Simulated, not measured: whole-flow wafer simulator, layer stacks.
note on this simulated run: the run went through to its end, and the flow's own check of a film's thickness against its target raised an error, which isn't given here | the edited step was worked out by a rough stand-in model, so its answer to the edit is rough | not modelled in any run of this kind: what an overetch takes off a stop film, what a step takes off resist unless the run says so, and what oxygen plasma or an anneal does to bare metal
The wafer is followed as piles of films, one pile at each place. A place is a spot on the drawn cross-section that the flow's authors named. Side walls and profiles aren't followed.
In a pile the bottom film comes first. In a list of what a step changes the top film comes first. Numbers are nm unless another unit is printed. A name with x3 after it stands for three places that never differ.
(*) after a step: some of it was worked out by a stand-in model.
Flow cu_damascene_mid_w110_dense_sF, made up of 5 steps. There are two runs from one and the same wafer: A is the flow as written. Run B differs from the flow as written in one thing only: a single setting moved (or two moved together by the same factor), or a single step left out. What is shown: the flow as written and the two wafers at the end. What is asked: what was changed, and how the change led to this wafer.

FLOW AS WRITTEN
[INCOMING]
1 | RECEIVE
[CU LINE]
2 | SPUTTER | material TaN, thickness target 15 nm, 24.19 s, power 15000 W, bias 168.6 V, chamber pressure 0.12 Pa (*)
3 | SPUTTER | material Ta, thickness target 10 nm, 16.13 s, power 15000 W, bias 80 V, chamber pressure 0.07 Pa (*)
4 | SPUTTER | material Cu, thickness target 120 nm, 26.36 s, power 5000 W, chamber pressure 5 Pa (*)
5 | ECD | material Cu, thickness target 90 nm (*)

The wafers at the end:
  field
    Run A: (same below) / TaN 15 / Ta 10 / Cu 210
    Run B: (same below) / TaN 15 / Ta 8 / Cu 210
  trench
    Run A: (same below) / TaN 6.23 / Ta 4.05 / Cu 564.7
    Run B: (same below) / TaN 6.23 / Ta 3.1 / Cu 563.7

Cause: step 3, SPUTTER: power 12000 W was run, while the flow as written has power 15000 W.

Step by step, how the change led to this:
  3 | SPUTTER | material Ta, thickness target 10 nm, 16.13 s, power 15000 W, bias 80 V, chamber pressure 0.07 Pa (*)
      field: A +10 Ta (new film) | B +8 Ta (new film)
      trench: A +4.05 Ta (new film) | B +3.1 Ta (new film)
